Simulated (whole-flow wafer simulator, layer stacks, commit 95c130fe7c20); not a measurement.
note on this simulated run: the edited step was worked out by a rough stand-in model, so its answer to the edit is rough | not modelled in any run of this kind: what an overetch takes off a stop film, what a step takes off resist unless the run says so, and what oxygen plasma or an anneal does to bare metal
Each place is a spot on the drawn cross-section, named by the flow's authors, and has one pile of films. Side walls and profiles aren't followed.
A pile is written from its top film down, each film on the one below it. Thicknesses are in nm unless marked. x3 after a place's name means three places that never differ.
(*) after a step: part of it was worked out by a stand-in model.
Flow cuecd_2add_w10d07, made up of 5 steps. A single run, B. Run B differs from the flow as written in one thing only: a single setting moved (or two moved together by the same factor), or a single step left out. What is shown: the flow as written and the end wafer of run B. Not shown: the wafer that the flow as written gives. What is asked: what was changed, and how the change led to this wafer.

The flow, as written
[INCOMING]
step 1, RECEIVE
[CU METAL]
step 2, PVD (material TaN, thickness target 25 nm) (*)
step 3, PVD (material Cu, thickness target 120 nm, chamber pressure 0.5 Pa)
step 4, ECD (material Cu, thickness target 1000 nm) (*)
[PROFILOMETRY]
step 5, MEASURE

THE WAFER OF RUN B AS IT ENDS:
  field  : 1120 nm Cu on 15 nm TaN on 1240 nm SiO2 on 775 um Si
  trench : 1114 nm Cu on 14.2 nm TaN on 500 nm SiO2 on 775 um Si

The reason: step 2, PVD: thickness target 15 nm was run, whereas the flow has thickness target 25 nm.
The wafer lets one read it off: field has TaN 15, and step 2 as written asks for 25 nm.

Step by step, how the change led to this:
  step 2, PVD (material TaN, thickness target 25 nm) (*)
      field: +15 TaN (new film) (as written it would have been: +25 TaN (new film))
      trench: +14.2 TaN (new film) (as written it would have been: +23.7 TaN (new film))
